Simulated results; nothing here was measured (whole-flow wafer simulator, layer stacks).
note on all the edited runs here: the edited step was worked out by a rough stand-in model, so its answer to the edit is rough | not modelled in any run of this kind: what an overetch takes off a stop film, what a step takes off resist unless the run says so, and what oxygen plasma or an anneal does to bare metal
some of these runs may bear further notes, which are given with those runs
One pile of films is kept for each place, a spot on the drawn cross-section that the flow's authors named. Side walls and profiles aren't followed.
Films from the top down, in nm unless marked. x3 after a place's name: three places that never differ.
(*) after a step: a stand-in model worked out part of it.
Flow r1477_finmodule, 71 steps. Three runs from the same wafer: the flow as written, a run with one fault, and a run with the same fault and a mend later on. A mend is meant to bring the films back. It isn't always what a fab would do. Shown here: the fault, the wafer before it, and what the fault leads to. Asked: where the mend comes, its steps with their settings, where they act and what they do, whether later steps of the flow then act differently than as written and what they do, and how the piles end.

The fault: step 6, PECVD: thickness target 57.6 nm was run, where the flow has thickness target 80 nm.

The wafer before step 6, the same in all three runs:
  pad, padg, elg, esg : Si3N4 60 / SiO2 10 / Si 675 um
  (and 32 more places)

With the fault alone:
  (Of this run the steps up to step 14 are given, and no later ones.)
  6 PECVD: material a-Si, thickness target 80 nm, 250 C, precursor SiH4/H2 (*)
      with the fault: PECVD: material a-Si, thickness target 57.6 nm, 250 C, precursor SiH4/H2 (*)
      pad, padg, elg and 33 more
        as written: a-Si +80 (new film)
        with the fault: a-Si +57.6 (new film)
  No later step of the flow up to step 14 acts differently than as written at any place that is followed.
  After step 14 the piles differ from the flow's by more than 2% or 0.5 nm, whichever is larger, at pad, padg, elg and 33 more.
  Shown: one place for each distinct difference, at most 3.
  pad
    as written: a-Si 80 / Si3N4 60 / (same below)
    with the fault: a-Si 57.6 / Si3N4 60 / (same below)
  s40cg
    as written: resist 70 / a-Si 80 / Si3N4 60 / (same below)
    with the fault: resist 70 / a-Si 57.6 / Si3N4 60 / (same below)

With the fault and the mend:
  The mend comes after step 7.
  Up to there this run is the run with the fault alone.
  7a PECVD: material a-Si, thickness target 22.4 nm, 250 C, precursor SiH4/H2 (*) (the flow's step 6 once more, with other settings)
      pad, padg, elg and 33 more
        a-Si +22.4
  No later step of the flow acts differently than as written at any place that is followed.
  At the end the piles are the same as the flow's at every place that both follow.
